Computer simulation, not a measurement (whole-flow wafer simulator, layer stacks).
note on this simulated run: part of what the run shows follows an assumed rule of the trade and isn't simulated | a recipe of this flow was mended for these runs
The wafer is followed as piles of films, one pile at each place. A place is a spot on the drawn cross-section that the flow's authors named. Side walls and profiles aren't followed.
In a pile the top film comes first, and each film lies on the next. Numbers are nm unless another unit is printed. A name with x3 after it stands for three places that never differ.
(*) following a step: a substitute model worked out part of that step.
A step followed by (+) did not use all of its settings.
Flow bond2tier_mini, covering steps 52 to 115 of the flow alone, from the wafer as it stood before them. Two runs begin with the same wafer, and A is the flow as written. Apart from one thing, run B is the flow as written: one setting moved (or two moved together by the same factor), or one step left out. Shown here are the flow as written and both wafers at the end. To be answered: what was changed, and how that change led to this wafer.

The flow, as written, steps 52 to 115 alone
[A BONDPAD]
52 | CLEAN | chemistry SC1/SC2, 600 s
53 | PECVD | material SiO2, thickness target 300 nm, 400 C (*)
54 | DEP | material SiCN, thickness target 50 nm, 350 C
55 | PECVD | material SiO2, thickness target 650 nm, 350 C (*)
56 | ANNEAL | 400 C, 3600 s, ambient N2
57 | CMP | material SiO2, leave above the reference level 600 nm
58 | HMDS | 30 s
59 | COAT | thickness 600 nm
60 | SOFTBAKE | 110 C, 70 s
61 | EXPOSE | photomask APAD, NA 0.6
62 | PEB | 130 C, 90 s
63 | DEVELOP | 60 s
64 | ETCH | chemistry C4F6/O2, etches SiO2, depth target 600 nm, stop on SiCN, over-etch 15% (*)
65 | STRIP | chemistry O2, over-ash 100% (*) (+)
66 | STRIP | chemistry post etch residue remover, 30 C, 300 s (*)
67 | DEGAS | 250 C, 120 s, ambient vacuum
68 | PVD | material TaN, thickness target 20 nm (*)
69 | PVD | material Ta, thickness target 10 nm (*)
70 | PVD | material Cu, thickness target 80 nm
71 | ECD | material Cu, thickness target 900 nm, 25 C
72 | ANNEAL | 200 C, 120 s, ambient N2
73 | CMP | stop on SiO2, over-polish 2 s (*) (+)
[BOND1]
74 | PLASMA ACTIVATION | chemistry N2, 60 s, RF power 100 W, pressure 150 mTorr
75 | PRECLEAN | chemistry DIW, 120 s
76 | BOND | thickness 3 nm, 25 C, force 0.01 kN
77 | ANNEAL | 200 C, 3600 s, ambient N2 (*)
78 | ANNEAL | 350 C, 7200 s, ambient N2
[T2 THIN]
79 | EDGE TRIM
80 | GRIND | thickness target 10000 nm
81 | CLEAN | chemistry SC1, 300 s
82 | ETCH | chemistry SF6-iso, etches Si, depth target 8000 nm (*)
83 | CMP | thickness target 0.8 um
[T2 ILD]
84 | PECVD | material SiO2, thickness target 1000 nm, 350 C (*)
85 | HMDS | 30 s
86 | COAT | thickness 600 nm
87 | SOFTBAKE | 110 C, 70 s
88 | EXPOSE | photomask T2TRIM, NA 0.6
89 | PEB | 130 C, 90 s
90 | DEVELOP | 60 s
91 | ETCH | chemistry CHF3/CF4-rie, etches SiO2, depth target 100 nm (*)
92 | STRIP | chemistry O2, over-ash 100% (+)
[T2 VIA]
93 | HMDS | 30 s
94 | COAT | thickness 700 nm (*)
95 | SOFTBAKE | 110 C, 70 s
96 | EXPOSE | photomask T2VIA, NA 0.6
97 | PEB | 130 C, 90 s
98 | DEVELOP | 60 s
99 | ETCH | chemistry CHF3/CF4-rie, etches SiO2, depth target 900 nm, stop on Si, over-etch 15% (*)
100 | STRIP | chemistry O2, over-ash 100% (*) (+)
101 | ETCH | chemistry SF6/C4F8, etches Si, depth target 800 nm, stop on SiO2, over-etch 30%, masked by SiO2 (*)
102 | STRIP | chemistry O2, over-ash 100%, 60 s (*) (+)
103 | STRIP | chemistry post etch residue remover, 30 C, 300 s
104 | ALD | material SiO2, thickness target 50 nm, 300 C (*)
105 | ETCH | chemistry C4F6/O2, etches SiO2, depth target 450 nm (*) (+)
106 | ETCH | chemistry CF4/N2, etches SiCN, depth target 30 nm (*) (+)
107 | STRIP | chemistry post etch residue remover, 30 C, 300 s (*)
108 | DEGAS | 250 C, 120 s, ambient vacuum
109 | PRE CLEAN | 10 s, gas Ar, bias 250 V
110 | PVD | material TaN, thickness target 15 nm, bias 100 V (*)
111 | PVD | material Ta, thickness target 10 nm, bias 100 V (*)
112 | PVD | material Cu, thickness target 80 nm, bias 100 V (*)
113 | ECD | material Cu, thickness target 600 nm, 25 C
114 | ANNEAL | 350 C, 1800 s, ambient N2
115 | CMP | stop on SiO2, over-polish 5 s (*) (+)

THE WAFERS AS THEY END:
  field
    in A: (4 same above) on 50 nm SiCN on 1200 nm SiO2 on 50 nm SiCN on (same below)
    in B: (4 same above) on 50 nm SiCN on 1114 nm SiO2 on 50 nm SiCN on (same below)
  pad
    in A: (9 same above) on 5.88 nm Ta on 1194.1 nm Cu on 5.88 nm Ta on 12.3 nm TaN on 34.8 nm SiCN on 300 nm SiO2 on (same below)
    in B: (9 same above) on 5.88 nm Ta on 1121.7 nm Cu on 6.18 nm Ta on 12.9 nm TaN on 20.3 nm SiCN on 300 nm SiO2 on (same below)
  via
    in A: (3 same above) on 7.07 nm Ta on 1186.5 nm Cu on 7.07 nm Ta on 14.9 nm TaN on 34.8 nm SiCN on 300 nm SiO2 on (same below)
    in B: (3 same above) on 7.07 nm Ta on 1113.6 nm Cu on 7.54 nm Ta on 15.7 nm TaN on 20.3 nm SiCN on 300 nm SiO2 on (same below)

The reason: step 57, CMP: leave above the reference level 514 nm was run, while the flow as written has leave above the reference level 600 nm; step 59, COAT: thickness 514 nm was run, where the flow has thickness 600 nm.

How this came from the change, step by step:
  57 | CMP | material SiO2, leave above the reference level 600 nm
      field, pad, via: A SiO2 loses 50 | B SiO2 loses 136
  59 | COAT | thickness 600 nm
      field, pad, via: A thick-KrF-resist gains 600 (new film) | B thick-KrF-resist gains 514 (new film)
  62 | PEB | 130 C, 90 s
      field, pad, via: A thick-KrF-resist loses 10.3 | B thick-KrF-resist loses 8.65
  63 | DEVELOP | 60 s
      pad, via: A thick-KrF-resist loses 589.7 (all of it) | B thick-KrF-resist loses 505.3 (all of it)
  64 | ETCH | chemistry C4F6/O2, etches SiO2, depth target 600 nm, stop on SiCN, over-etch 15% (*)
      pad, via: A SiO2 loses 600 (all of it), SiCN loses 15.2 | B SiO2 loses 514 (all of it), SiCN loses 29.7
      field: A thick-KrF-resist loses 115 | B thick-KrF-resist loses 98.5
  65 | STRIP | chemistry O2, over-ash 100% (*) (+)
      field: A thick-KrF-resist loses 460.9 (all of it) | B thick-KrF-resist loses 393.1 (all of it)
  68 | PVD | material TaN, thickness target 20 nm (*)
      pad: A TaN gains 12.3 (new film) | B TaN gains 12.9 (new film)
      via: A TaN gains 14.9 (new film) | B TaN gains 15.7 (new film)
  70 | PVD | material Cu, thickness target 80 nm
      pad: A Cu gains 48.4 (new film) | B Cu gains 50.7 (new film)
      via: A Cu gains 59 (new film) | B Cu gains 62.5 (new film)
  71 | ECD | material Cu, thickness target 900 nm, 25 C
      pad: A Cu gains 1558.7 | B Cu gains 1483.9
      via: A Cu gains 1544.3 | B Cu gains 1467.9
